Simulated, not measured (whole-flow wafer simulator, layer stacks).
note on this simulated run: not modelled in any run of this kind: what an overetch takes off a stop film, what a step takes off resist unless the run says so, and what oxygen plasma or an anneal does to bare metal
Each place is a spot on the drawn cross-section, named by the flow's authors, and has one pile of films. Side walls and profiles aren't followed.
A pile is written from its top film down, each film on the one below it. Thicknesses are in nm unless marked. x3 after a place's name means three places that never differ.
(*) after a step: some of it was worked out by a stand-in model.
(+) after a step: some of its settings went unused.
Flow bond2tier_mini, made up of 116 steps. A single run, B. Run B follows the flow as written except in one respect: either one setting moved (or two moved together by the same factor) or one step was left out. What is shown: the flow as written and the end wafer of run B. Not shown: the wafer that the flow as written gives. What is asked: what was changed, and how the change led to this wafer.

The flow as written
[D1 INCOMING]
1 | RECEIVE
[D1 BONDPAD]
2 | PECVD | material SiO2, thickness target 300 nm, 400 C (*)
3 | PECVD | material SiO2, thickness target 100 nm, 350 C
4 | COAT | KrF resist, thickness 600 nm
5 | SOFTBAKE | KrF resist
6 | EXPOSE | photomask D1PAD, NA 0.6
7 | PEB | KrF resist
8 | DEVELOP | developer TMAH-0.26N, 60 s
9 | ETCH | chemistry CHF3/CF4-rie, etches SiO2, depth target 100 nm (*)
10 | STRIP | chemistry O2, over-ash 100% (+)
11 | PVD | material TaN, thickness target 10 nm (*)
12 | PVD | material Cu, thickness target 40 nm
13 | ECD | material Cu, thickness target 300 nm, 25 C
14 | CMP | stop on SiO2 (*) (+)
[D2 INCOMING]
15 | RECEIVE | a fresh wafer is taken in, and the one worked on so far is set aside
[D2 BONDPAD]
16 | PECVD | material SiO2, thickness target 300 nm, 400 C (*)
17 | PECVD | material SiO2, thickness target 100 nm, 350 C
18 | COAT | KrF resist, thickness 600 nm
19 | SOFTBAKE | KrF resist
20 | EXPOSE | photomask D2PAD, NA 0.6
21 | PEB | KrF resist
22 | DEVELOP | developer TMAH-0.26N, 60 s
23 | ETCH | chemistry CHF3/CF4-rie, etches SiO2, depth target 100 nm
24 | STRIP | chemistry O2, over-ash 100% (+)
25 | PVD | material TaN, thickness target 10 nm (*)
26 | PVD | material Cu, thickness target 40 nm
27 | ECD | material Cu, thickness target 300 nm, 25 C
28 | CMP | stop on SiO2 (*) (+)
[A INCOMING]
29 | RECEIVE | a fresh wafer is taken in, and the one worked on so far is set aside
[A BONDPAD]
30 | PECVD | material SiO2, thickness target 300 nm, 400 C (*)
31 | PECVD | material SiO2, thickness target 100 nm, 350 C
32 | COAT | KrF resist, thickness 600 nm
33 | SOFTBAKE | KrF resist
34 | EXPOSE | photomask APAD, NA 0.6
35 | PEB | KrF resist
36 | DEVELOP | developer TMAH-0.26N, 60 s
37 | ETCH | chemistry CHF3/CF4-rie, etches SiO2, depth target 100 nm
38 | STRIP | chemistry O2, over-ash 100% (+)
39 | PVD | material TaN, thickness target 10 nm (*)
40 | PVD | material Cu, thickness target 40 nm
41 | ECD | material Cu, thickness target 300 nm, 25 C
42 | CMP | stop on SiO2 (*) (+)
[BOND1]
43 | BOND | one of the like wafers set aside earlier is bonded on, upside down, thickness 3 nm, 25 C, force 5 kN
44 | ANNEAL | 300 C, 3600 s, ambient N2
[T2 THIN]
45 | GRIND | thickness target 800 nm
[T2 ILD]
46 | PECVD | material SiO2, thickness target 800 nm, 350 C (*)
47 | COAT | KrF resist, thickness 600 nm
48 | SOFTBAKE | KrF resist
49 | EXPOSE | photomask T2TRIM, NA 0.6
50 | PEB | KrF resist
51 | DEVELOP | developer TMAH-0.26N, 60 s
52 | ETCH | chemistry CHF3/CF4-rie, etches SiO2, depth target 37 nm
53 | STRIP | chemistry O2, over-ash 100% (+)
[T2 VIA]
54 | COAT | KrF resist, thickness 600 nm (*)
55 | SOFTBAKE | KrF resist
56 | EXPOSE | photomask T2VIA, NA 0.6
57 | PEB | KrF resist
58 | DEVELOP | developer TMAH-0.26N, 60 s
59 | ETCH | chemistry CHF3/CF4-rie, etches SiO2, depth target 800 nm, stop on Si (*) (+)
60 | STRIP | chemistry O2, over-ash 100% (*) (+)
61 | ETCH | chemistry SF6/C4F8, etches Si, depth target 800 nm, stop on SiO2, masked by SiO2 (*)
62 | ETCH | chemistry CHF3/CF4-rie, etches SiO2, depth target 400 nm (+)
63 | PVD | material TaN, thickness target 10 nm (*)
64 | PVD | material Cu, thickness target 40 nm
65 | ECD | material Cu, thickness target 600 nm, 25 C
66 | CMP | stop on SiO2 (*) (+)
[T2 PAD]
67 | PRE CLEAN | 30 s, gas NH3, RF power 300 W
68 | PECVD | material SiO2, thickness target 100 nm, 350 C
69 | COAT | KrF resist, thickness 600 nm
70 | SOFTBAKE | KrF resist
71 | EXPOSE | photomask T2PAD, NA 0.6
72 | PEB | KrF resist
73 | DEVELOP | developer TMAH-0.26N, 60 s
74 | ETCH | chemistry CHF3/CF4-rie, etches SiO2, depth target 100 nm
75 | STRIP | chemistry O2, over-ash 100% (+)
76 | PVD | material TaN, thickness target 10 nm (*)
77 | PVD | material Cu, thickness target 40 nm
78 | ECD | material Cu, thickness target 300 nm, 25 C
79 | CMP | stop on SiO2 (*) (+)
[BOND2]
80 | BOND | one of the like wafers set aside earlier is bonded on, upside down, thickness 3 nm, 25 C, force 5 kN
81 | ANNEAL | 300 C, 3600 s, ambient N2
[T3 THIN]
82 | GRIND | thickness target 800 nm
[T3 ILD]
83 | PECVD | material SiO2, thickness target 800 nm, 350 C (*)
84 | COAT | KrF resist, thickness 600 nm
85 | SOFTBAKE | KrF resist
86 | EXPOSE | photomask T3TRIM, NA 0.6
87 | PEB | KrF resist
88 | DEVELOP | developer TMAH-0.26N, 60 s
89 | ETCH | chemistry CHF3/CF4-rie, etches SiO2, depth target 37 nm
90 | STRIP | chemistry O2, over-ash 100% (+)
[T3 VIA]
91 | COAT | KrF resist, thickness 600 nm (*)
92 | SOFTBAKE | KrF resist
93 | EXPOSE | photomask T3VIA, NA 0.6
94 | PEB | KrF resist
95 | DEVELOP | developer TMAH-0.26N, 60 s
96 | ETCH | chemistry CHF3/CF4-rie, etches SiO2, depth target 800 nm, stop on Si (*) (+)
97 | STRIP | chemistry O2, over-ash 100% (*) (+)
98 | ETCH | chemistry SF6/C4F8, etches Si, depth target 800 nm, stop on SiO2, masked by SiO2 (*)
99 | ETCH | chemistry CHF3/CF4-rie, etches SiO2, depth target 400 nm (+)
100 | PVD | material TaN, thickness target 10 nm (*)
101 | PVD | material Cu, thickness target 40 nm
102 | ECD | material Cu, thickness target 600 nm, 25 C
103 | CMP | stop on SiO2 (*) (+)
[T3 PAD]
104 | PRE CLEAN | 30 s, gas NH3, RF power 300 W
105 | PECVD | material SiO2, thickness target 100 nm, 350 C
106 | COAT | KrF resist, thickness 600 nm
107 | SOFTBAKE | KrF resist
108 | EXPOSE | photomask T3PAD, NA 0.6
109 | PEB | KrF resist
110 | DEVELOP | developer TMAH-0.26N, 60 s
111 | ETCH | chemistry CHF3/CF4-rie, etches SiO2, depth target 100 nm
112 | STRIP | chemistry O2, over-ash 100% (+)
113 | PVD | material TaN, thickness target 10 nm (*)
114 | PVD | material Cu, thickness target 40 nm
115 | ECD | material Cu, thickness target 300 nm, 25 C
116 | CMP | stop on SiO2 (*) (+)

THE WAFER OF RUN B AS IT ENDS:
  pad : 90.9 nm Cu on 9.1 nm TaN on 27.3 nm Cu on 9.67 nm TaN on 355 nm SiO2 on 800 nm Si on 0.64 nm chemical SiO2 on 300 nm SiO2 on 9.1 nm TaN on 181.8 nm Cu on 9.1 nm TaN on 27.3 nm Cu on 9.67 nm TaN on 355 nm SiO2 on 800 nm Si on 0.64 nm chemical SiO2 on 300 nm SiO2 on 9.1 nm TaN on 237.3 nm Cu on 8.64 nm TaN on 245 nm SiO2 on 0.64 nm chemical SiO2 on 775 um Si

What caused this: step 37, ETCH: depth target 155 nm was run, while the flow as written has depth target 100 nm.

Step by step, how the change led to this:
  37 | ETCH | chemistry CHF3/CF4-rie, etches SiO2, depth target 100 nm
      pad, via: -155 SiO2 (it would be, as written: -100 SiO2)
      field: -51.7 KrF resist (it would be, as written: -33.3 KrF resist)
  38 | STRIP | chemistry O2, over-ash 100% (+)
      field: -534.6 KrF resist (all of it) (it would be, as written: -552.9 KrF resist (all of it))
  40 | PVD | material Cu, thickness target 40 nm
      pad: +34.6 Cu (new film) (it would be, as written: +36.4 Cu (new film))
  41 | ECD | material Cu, thickness target 300 nm, 25 C
      pad: +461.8 Cu (it would be, as written: +404.5 Cu)
      via: +455.6 Cu (it would be, as written: +400.2 Cu)
